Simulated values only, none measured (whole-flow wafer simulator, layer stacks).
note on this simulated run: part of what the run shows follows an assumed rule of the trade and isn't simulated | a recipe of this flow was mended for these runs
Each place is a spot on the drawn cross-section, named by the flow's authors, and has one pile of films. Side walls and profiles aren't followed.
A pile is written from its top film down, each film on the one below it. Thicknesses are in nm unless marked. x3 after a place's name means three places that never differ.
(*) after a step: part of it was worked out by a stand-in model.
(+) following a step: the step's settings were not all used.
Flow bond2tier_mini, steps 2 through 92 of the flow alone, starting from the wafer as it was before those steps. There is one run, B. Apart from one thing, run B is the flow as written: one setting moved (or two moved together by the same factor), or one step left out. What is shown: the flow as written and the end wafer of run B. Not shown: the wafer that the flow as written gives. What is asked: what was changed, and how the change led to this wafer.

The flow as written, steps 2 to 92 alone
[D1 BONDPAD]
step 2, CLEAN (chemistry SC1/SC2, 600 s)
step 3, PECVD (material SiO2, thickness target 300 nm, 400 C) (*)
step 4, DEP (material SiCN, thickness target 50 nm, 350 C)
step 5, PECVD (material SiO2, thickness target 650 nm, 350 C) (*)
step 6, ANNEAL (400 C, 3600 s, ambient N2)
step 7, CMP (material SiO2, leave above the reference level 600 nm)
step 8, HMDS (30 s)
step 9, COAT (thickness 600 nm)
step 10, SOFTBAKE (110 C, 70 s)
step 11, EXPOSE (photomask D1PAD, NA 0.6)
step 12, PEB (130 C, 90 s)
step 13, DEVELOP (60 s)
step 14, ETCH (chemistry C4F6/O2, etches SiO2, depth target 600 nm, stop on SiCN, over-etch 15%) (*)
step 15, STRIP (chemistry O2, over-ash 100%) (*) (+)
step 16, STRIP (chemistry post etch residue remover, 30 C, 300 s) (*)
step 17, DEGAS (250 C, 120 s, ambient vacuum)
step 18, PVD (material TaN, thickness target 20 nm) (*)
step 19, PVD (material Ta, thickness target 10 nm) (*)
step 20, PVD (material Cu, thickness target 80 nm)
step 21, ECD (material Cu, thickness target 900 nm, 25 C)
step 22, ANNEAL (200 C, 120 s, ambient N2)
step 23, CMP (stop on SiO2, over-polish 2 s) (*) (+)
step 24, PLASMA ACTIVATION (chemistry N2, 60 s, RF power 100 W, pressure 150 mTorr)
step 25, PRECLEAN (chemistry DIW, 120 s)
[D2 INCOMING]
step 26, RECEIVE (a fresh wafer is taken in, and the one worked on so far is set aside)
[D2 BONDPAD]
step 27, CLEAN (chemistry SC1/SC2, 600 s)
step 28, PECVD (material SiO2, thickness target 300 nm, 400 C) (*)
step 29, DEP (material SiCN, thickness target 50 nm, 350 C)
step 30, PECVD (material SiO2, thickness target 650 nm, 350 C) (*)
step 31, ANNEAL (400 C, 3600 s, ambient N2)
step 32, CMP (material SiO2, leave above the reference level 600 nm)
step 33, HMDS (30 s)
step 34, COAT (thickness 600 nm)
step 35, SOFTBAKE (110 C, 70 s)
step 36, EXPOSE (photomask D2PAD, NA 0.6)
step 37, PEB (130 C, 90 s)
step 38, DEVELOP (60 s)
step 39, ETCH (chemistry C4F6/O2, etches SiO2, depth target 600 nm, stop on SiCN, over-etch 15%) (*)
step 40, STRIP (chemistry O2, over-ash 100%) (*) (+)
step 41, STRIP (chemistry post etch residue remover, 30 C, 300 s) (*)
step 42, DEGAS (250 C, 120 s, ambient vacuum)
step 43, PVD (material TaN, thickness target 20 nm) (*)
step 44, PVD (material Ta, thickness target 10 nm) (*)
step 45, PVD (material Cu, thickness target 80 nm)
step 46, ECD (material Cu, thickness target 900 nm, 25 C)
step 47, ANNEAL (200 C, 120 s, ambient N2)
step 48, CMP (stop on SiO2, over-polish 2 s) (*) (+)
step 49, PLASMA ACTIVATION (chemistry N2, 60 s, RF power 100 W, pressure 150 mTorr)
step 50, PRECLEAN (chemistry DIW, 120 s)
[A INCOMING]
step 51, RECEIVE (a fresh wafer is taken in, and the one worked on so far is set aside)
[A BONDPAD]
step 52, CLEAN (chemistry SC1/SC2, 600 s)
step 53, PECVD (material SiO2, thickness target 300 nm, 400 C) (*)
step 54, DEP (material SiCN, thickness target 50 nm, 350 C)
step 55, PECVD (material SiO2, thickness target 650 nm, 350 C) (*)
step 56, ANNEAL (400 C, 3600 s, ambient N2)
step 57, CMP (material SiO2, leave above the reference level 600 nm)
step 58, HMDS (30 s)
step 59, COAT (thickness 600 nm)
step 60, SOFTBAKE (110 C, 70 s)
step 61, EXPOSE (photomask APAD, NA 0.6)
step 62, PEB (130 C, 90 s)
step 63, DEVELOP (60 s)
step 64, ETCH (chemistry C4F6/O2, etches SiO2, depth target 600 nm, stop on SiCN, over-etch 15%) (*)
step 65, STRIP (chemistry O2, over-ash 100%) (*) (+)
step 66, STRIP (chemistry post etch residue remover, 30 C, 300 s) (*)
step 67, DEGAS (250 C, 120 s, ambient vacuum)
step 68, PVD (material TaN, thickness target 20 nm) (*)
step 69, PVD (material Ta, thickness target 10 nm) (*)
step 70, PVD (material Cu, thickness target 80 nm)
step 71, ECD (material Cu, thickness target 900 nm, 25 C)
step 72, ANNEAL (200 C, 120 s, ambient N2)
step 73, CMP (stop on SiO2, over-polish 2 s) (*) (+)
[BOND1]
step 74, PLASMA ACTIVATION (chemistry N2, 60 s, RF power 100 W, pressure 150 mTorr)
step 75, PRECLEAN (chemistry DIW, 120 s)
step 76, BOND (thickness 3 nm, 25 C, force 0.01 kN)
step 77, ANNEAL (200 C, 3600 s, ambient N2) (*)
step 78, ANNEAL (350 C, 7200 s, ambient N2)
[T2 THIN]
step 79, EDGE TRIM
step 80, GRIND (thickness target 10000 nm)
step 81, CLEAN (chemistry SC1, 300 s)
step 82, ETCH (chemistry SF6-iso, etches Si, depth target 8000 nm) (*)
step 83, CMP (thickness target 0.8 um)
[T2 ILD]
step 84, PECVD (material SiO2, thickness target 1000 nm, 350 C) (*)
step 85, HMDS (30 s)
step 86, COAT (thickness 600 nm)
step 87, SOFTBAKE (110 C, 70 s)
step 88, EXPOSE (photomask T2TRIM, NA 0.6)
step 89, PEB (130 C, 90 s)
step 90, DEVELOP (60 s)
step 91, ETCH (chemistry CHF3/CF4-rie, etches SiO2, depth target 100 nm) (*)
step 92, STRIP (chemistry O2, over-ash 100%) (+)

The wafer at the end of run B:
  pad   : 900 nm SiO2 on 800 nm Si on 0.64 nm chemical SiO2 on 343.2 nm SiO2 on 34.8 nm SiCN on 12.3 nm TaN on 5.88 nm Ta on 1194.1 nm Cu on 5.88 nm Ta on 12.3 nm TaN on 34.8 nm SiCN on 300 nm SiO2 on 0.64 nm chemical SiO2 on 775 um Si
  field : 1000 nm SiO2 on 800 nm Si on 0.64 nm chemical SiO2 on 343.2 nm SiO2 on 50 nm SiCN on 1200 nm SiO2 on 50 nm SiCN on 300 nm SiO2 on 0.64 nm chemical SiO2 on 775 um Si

The reason: step 3, PECVD: thickness target 343.2 nm was run, while the flow as written has thickness target 300 nm.
One can read it off the wafer: pad has SiO2 343.2, and step 3 as written asks for 300 nm.

How this came from the change, step by step:
  step 3, PECVD (material SiO2, thickness target 300 nm, 400 C) (*)
      field, pad, via: SiO2 gains 343.2 (new film) (in the flow as written it would be: SiO2 gains 300 (new film))
  step 76, BOND (thickness 3 nm, 25 C, force 0.01 kN)
      field: Si gains 775 um (new film), chemical SiO2 gains 0.64 (new film), SiO2 gains 343.2 (new film), SiCN gains 50 (new film), SiO2 gains 600 (in the flow as written it would be: Si gains 775 um (new film), chemical SiO2 gains 0.64 (new film), SiO2 gains 300 (new film), SiCN gains 50 (new film), SiO2 gains 600)
      pad: Si gains 775 um (new film), chemical SiO2 gains 0.64 (new film), SiO2 gains 343.2 (new film), SiCN gains 34.8 (new film), TaN gains 12.3 (new film), Ta gains 5.88 (new film), Cu gains 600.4 (in the flow as written it would be: Si gains 775 um (new film), chemical SiO2 gains 0.64 (new film), SiO2 gains 300 (new film), SiCN gains 34.8 (new film), TaN gains 12.3 (new film), Ta gains 5.88 (new film), Cu gains 600.4)
      (and at 1 other place as well)
